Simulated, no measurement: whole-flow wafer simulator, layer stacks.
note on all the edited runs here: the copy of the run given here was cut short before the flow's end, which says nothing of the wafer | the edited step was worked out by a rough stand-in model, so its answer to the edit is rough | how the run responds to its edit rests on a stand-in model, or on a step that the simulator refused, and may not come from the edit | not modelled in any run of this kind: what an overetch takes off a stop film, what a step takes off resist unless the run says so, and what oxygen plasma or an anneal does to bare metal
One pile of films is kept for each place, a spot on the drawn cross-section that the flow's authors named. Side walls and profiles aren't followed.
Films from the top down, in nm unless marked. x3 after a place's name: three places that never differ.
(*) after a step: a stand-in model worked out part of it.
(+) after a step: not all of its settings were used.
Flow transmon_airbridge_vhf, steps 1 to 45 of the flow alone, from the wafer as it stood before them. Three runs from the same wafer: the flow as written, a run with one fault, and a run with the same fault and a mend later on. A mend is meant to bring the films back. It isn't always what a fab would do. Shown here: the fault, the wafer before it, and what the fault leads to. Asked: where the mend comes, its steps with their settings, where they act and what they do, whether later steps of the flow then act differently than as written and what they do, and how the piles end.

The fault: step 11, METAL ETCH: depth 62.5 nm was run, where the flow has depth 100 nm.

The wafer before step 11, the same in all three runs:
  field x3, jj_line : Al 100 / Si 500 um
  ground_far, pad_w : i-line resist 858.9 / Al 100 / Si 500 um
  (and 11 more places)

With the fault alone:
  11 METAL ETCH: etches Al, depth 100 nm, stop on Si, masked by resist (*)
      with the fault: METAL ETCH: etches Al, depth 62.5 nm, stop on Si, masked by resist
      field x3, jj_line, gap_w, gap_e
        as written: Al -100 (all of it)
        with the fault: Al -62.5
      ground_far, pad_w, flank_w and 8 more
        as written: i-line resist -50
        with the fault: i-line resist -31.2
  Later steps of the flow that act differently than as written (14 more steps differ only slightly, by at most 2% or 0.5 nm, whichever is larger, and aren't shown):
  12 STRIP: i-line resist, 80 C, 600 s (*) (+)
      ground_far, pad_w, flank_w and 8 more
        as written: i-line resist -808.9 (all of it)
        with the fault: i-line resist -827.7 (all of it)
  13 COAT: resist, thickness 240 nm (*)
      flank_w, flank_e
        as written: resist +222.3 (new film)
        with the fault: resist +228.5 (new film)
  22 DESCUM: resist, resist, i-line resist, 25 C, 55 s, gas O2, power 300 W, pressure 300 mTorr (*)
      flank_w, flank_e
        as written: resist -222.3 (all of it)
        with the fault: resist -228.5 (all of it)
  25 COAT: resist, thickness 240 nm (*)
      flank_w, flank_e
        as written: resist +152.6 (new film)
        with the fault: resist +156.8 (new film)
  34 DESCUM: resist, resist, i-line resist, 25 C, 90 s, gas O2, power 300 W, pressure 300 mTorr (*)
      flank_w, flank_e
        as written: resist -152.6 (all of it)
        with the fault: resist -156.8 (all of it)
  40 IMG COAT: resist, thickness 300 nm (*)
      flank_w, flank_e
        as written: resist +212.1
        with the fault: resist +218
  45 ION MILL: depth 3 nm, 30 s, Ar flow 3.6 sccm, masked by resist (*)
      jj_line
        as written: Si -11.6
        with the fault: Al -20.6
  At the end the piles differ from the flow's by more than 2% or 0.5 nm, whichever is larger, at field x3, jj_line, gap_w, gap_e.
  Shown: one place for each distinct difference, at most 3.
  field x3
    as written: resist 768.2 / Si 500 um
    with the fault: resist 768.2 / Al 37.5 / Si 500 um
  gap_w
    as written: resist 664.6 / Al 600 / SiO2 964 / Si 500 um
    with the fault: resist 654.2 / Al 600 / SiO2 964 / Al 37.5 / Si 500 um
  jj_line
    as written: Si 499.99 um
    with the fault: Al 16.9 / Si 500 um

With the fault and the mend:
  The mend comes after step 12.
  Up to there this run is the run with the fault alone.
  12a COAT: i-line resist, thickness 900 nm (*) (the flow's step 6 once more)
      field x3, jj_line, trace_open_s x2, margin_s, bridge_strip, margin_n
        i-line resist +900 (new film)
      pad_w, pad_e
        i-line resist +892.3 (new film)
      flank_w, flank_e
        i-line resist +885.3 (new film)
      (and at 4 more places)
  12b SOFTBAKE: i-line resist, 90 C, 90 s (the flow's step 7 once more)
      flank_w, flank_e
        i-line resist -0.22
      gap_w, gap_e
        i-line resist +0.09
      cpw_trace
        i-line resist -0.05
  12c EXPOSE: i-line resist, thickness 900 nm, photomask AB CPW, dose 155.4 mJ/cm2, NA 0.45, wavelength 365 nm (*) (the flow's step 8 once more)
      changes no film at any place that is followed
  12d PEB: i-line resist, 110 C, 60 s (the flow's step 9 once more)
      field x3, jj_line, trace_open_s x2, margin_s, bridge_strip, margin_n
        i-line resist -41
      pad_w, pad_e
        i-line resist -40.7
      flank_w, flank_e
        i-line resist -40.3
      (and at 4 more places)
  12e DEVELOP: i-line resist, thickness 900 nm, developer developer-B, 60 s (the flow's step 10 once more)
      flank_w, flank_e, trace_open_s x2, margin_s, bridge_strip, margin_n
        i-line resist -0.03
      field x3, jj_line
        i-line resist -859 (all of it)
      gap_w, gap_e
        i-line resist -891.6 (all of it)
  12f METAL ETCH: etches Al, depth 37.5 nm, stop on Si, masked by resist (*) (the flow's step 11 once more, with other settings)
      ground_far, pad_w, flank_w and 8 more
        i-line resist -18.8
      field x3, jj_line, gap_w, gap_e
        Al -37.5 (all of it)
  12g STRIP: i-line resist, 80 C, 600 s (*) (+) (the flow's step 12 once more)
      trace_open_s x2, margin_s, bridge_strip, margin_n
        i-line resist -840.2 (all of it)
      pad_w, pad_e
        i-line resist -832.9 (all of it)
      flank_w, flank_e
        i-line resist -826 (all of it)
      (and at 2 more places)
  No later step of the flow acts differently than as written at any place that is followed.
  At the end the piles are the same as the flow's at every place that both follow.
